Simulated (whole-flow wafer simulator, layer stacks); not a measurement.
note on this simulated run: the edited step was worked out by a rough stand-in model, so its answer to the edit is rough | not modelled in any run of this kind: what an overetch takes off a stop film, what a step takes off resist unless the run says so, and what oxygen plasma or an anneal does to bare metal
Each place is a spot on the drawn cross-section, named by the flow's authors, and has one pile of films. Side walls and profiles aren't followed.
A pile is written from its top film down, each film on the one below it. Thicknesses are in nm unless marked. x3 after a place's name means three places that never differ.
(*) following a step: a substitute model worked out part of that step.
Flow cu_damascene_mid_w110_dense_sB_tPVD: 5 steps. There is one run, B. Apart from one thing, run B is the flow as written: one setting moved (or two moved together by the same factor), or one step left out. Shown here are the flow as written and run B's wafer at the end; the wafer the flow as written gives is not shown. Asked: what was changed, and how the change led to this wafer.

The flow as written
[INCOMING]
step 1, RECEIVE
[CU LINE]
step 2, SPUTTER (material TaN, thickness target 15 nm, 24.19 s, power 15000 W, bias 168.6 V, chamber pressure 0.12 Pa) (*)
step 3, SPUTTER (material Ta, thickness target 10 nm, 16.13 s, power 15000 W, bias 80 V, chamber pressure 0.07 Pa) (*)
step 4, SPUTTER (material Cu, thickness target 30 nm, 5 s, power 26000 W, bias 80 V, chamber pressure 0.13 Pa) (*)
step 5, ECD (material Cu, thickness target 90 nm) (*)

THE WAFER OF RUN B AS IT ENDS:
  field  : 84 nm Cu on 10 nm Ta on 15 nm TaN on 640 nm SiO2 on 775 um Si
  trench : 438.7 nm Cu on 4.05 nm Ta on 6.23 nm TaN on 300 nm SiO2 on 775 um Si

Cause: step 5, ECD: thickness target 54 nm was run, while the flow as written has thickness target 90 nm.

The path from the change to this, step by step:
  step 5, ECD (material Cu, thickness target 90 nm) (*)
      field: +54 Cu (in the flow as written it would be: +90 Cu)
      trench: +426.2 Cu (in the flow as written it would be: +462.2 Cu)
